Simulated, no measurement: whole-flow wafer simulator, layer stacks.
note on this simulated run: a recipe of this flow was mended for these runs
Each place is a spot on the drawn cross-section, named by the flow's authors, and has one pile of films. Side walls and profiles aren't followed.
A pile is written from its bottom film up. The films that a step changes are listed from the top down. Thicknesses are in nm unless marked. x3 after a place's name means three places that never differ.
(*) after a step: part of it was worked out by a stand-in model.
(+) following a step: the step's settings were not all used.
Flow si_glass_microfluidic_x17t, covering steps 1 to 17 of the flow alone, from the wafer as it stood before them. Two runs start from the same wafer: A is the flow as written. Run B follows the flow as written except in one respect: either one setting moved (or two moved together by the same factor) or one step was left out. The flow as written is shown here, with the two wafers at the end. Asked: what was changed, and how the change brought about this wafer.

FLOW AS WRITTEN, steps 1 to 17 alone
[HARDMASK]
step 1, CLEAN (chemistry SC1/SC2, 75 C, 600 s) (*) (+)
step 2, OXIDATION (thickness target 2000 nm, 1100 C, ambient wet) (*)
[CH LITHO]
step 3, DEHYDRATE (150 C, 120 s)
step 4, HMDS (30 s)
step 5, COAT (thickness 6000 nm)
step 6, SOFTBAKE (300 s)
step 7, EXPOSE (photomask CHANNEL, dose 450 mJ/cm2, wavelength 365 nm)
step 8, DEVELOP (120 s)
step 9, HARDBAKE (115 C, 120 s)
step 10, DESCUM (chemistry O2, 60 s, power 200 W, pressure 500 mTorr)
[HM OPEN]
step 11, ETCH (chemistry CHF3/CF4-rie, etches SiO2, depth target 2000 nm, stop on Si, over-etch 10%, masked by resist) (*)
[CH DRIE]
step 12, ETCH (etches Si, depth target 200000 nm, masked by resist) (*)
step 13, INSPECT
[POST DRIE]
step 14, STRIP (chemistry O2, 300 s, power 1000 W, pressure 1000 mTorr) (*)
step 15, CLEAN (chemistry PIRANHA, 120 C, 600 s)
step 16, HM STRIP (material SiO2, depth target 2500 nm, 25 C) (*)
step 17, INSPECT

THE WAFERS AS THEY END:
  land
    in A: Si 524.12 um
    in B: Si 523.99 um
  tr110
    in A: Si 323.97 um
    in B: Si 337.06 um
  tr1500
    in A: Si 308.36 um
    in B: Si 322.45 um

The reason: step 2, OXIDATION: thickness target 2288 nm was run, though the flow has thickness target 2000 nm.

Step by step, how the change led to this:
  step 2, OXIDATION (thickness target 2000 nm, 1100 C, ambient wet) (*)
      land, tr110, tr1500, tr15: A SiO2 gains 2000 (new film), chemical SiO2 loses 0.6 (all of it), Si loses 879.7 | B SiO2 gains 2288 (new film), chemical SiO2 loses 0.6 (all of it), Si loses 1006.5
  step 11, ETCH (chemistry CHF3/CF4-rie, etches SiO2, depth target 2000 nm, stop on Si, over-etch 10%, masked by resist) (*)
      tr110, tr1500, tr15: A SiO2 loses 2000 (all of it), Si loses 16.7 | B SiO2 loses 2200
  step 12, ETCH (etches Si, depth target 200000 nm, masked by resist) (*)
      tr110: A Si loses 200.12 um | B SiO2 loses 88 (all of it), Si loses 186.92 um
      tr1500: A Si loses 215.73 um | B SiO2 loses 88 (all of it), Si loses 201.54 um
      (also at 1 further place)
  step 16, HM STRIP (material SiO2, depth target 2500 nm, 25 C) (*)
      land: A SiO2 loses 2000 (all of it) | B SiO2 loses 2288 (all of it)
